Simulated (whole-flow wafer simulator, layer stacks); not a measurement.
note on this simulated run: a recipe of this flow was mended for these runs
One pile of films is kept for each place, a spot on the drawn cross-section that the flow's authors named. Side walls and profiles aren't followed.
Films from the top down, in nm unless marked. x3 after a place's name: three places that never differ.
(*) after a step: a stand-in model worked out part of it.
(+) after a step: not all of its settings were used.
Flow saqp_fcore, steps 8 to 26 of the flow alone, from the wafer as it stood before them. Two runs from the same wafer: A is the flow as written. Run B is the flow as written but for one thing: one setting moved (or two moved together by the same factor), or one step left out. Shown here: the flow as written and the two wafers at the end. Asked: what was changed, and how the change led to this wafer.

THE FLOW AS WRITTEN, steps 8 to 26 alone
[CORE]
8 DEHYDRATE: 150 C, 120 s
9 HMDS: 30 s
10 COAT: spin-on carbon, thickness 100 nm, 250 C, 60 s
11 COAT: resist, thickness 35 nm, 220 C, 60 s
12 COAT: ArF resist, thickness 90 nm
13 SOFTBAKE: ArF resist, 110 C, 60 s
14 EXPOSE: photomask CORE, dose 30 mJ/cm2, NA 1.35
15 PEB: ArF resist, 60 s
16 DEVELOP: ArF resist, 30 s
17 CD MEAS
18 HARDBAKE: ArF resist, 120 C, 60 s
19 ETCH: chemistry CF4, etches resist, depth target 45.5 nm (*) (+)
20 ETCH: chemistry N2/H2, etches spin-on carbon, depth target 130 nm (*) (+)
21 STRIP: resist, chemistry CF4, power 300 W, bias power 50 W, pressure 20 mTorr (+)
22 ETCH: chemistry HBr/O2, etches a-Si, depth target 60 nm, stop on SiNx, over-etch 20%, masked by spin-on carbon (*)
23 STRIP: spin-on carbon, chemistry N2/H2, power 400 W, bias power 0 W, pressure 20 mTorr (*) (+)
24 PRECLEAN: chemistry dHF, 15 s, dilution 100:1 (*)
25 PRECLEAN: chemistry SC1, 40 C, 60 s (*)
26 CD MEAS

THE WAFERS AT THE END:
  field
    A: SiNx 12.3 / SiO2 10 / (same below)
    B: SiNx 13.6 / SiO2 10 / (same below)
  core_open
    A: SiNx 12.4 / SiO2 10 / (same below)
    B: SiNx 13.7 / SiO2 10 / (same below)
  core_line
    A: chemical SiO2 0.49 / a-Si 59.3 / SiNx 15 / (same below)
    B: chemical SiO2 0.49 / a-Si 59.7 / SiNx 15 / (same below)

The cause: step 24, PRECLEAN: chemistry dHF, 15 s, dilution 100:1 (*), was left out.

How the change led to this, step by step:
  (no step that both runs have acts differently by more than 2% or 0.5 nm, whichever is larger)
